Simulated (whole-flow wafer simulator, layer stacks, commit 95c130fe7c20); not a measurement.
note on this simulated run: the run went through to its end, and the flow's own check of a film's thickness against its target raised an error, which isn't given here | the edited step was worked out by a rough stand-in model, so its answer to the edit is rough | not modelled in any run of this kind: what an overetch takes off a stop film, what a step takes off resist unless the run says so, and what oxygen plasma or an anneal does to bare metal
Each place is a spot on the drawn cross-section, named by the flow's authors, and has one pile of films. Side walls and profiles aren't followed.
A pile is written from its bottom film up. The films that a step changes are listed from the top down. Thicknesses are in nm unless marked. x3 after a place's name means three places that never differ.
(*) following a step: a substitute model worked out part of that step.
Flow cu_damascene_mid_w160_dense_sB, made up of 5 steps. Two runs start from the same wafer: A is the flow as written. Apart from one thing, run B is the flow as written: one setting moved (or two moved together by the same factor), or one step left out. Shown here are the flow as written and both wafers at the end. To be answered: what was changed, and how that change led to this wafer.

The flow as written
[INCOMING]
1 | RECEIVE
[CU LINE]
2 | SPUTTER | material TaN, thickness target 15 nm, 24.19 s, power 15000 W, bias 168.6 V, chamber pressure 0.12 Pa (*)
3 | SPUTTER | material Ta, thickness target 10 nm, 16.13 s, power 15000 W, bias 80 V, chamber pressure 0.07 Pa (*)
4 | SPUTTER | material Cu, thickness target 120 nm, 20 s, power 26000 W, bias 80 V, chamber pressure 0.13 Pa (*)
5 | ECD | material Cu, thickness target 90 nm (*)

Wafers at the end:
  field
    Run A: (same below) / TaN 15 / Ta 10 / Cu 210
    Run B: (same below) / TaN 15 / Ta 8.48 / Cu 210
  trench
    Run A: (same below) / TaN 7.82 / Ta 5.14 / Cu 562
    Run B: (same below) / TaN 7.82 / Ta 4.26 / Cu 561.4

What caused this: step 3, SPUTTER: power 12720 W was run, though the flow has power 15000 W.

How this came from the change, step by step:
  3 | SPUTTER | material Ta, thickness target 10 nm, 16.13 s, power 15000 W, bias 80 V, chamber pressure 0.07 Pa (*)
      field: A Ta gains 10 (new film) | B Ta gains 8.48 (new film)
      trench: A Ta gains 5.14 (new film) | B Ta gains 4.26 (new film)
